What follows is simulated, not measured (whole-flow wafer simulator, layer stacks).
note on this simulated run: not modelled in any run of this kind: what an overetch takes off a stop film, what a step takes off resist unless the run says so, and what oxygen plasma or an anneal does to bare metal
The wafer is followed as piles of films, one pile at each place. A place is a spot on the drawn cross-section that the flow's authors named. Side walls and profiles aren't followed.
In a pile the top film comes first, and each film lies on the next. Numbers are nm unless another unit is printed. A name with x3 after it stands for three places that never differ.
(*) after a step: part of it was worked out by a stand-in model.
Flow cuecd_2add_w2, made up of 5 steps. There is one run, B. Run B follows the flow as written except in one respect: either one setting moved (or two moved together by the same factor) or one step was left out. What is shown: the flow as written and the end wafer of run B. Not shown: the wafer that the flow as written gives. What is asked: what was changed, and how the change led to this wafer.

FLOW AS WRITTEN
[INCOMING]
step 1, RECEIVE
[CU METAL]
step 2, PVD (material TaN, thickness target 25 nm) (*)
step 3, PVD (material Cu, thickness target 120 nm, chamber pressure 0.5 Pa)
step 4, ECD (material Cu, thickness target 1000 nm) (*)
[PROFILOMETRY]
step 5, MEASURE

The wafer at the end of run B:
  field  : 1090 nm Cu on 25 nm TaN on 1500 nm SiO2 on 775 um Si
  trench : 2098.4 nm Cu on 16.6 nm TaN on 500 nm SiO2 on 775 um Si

What caused this: step 3, PVD: thickness target 90 nm was run, though the flow has thickness target 120 nm.

Step by step, how the change led to this:
  step 3, PVD (material Cu, thickness target 120 nm, chamber pressure 0.5 Pa)
      field: Cu gains 90 (new film) (it would be, as written: Cu gains 120 (new film))
      trench: Cu gains 60.7 (new film) (it would be, as written: Cu gains 80.8 (new film))
